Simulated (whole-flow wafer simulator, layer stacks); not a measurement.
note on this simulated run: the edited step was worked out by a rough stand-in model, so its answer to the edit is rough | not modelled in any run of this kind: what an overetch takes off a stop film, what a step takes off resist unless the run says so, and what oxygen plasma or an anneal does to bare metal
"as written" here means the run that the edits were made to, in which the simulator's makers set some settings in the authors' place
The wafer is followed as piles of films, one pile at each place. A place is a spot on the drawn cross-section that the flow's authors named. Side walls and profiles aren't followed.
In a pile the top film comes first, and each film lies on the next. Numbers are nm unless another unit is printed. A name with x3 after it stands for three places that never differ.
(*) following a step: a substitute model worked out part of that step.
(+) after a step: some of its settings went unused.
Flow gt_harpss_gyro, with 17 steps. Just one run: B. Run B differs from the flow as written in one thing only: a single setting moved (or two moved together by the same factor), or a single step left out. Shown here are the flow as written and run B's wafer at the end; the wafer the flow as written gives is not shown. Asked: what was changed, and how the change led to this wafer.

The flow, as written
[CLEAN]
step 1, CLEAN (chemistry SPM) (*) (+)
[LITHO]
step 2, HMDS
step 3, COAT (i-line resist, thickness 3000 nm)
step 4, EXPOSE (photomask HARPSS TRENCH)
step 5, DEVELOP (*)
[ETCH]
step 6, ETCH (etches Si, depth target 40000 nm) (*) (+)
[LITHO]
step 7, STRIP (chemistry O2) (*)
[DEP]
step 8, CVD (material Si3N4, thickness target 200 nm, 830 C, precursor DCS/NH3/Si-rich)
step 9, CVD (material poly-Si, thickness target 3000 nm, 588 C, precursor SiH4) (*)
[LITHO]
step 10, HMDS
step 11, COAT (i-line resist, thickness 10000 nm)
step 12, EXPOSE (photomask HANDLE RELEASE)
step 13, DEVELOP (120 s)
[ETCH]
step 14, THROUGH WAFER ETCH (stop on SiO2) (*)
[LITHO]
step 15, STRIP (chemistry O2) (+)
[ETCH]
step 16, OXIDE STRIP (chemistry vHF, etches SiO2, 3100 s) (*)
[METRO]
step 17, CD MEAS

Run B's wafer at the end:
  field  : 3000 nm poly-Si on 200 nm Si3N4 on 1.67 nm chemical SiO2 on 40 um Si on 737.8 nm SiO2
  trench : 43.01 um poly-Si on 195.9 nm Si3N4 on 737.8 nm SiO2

The reason: step 16, OXIDE STRIP: 1628 s was run, whereas the flow has 3100 s.

Step by step, how the change led to this:
  step 16, OXIDE STRIP (chemistry vHF, etches SiO2, 3100 s) (*)
      field: under 4 films: SiO2 loses 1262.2 (as written it would have been: under 4 films: SiO2 loses 2000 (all of it))
      trench: under 2 films: SiO2 loses 1262.2 (as written it would have been: under 2 films: SiO2 loses 2000 (all of it))
